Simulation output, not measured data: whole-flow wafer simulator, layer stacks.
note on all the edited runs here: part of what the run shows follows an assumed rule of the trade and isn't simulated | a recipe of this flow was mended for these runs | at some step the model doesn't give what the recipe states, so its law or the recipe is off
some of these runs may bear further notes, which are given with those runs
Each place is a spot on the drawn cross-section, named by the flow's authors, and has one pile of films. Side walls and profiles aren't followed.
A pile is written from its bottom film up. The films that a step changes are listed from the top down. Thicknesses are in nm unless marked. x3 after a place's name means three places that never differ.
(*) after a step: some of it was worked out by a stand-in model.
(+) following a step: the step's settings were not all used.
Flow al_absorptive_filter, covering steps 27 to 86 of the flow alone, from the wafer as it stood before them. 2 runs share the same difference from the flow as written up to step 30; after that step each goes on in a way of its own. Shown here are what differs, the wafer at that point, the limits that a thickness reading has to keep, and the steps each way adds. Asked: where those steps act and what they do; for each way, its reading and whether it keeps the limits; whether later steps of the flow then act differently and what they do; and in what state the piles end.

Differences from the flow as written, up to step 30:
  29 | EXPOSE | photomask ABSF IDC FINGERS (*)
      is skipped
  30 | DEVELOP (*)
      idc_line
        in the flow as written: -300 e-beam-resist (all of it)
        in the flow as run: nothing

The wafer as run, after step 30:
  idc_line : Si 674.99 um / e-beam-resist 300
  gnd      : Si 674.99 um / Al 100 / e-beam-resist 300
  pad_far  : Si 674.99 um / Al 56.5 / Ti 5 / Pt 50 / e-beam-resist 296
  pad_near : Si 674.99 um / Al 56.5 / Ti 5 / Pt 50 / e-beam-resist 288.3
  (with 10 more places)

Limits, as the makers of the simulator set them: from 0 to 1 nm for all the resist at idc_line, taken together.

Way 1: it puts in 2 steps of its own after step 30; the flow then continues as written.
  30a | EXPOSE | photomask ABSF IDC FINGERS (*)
      alters no film at any place that is followed
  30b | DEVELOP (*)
      idc_line
        -300 e-beam-resist (all of it)
  After step 30b, the reading is 0 nm, within the limits.
  None of the later steps of the flow acts differently than as written at any place that is followed.
  By the end, the piles equal the flow's at every place that both follow.

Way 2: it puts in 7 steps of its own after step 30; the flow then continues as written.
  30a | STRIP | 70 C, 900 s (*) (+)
      gnd, xa_field, xa_margin, xa_strip, xl_land, idc_field, idc_line, idc_space
        -300 e-beam-resist (all of it)
      pad_far
        -296 e-beam-resist (all of it)
      pad_near
        -288.3 e-beam-resist (all of it)
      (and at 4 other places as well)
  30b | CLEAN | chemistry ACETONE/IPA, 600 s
      alters no film at any place that is followed
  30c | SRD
      alters no film at any place that is followed
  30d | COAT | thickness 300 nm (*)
      gnd, xa_field, xa_margin, xa_strip, xl_land, idc_field, idc_line, idc_space
        +300 e-beam-resist (new film)
      pad_far
        +296 e-beam-resist (new film)
      pad_near
        +288.3 e-beam-resist (new film)
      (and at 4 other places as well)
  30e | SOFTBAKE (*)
      alters no film at any place that is followed
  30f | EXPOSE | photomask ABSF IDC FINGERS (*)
      alters no film at any place that is followed
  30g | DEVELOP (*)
      idc_line
        -300 e-beam-resist (all of it)
  After step 30g, the reading is 0 nm, within the limits.
  None of the later steps of the flow acts differently than as written at any place that is followed.
  By the end, the piles equal the flow's at every place that both follow.

Staying within the limits: way 1, way 2.
